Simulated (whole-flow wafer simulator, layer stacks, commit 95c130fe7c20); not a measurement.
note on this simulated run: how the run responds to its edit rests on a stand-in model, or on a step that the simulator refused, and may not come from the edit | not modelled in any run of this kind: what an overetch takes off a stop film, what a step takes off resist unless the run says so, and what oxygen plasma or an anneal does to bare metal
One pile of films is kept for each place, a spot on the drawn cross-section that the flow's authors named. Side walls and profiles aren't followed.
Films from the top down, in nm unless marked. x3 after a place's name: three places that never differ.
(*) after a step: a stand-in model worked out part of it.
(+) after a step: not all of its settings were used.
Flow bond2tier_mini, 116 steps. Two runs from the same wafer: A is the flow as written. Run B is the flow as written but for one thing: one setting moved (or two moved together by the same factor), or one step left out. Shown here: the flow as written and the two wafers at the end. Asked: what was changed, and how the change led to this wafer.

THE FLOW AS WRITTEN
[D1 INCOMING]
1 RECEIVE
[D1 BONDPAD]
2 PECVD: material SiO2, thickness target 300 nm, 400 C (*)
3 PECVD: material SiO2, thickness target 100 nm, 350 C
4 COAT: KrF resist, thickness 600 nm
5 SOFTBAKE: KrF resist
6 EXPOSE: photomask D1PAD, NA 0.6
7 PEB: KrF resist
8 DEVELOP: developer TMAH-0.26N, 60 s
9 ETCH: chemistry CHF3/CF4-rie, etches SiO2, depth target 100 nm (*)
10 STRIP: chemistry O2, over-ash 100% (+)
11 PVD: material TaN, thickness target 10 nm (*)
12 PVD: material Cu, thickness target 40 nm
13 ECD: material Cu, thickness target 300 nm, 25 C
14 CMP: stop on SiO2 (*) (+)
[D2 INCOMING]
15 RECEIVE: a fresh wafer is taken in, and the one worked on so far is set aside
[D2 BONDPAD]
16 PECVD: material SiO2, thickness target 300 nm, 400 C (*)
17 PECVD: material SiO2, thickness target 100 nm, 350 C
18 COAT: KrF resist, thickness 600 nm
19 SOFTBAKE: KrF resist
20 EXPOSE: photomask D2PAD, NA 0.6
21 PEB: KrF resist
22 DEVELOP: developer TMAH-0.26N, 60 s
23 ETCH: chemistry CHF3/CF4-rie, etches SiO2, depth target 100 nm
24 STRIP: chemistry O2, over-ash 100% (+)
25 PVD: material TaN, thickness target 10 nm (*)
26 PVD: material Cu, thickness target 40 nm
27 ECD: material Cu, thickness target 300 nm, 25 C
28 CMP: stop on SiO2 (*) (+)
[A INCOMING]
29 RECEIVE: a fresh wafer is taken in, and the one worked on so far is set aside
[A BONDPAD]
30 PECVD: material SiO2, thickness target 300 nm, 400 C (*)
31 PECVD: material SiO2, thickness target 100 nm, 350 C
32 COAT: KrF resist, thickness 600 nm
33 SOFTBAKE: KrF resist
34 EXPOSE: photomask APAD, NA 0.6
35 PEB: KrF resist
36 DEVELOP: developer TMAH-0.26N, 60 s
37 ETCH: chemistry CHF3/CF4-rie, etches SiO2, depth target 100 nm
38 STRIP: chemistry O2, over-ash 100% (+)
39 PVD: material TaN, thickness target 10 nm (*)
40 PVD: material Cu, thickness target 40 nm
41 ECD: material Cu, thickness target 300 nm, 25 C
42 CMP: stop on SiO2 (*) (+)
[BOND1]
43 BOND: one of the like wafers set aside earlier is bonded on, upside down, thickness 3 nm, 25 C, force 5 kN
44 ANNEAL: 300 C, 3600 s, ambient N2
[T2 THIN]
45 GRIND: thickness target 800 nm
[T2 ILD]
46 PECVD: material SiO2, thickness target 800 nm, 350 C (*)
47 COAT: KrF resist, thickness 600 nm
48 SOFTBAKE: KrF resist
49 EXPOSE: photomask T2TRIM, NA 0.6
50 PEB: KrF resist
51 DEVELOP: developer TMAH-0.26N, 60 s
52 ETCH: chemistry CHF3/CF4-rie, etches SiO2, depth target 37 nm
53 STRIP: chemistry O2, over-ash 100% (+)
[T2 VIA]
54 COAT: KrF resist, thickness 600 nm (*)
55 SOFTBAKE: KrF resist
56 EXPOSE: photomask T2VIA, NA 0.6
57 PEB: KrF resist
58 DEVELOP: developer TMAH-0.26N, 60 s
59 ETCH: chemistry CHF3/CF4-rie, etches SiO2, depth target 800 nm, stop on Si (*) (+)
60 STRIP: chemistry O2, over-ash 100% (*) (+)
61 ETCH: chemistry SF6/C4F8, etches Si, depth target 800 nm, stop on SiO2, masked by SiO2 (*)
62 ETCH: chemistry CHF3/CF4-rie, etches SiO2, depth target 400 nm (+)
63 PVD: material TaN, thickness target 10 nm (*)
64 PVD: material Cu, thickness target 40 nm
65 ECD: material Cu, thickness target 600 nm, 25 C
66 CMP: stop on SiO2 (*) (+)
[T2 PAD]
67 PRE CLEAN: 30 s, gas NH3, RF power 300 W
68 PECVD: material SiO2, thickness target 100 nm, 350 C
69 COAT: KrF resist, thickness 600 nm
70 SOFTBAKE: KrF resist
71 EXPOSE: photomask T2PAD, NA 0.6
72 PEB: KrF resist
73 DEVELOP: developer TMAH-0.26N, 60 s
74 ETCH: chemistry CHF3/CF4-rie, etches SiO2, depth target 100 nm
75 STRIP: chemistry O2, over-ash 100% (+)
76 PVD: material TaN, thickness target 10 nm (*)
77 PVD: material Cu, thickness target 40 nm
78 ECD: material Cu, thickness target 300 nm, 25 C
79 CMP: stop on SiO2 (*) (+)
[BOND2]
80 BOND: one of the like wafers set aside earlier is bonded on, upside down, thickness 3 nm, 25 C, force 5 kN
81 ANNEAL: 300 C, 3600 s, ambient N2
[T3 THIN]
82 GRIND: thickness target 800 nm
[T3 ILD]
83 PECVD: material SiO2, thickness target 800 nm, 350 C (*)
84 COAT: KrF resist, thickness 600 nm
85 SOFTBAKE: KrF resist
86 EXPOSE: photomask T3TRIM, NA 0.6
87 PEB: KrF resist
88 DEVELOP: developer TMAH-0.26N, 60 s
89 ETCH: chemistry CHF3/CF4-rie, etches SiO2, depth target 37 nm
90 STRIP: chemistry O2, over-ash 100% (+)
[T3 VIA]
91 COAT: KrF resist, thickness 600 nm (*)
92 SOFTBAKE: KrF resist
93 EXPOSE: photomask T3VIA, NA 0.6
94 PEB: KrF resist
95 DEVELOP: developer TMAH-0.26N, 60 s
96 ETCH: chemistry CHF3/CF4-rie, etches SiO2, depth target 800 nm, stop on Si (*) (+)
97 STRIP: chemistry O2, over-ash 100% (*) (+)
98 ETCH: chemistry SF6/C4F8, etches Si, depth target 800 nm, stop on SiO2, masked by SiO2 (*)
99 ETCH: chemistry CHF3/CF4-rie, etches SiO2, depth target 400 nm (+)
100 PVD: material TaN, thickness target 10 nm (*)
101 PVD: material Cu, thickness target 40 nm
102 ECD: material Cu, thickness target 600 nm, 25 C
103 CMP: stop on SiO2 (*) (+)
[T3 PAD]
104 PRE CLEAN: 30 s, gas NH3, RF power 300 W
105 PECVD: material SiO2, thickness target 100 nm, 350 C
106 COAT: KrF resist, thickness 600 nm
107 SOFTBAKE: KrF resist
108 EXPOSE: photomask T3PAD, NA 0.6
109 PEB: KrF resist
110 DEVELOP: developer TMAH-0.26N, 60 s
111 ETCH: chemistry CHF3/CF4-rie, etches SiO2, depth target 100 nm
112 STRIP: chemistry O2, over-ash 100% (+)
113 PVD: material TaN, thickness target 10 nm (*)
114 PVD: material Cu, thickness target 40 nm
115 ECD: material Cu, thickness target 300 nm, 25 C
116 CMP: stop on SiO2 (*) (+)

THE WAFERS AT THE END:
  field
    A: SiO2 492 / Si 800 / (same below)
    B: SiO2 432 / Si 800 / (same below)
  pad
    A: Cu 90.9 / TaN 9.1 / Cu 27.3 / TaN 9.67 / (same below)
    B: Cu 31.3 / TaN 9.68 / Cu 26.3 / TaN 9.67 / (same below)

The cause: step 105, PECVD: thickness target 40 nm was run, where the flow has thickness target 100 nm.

How the change led to this, step by step:
  105 PECVD: material SiO2, thickness target 100 nm, 350 C
      field: A SiO2 +100 | B SiO2 +40
      pad: A SiO2 +100 (new film) | B SiO2 +40 (new film)
  111 ETCH: chemistry CHF3/CF4-rie, etches SiO2, depth target 100 nm
      pad: A SiO2 -100 (all of it) | B SiO2 -40 (all of it), Cu -1
      field: A KrF resist -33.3 | B KrF resist -20
  112 STRIP: chemistry O2, over-ash 100% (+)
      field: A KrF resist -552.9 (all of it) | B KrF resist -566.3 (all of it)
  113 PVD: material TaN, thickness target 10 nm (*)
      pad: A TaN +9.1 (new film) | B TaN +9.68 (new film)
  114 PVD: material Cu, thickness target 40 nm
      pad: A Cu +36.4 (new film) | B Cu +38.5 (new film)
  115 ECD: material Cu, thickness target 300 nm, 25 C
      pad: A Cu +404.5 | B Cu +342.8
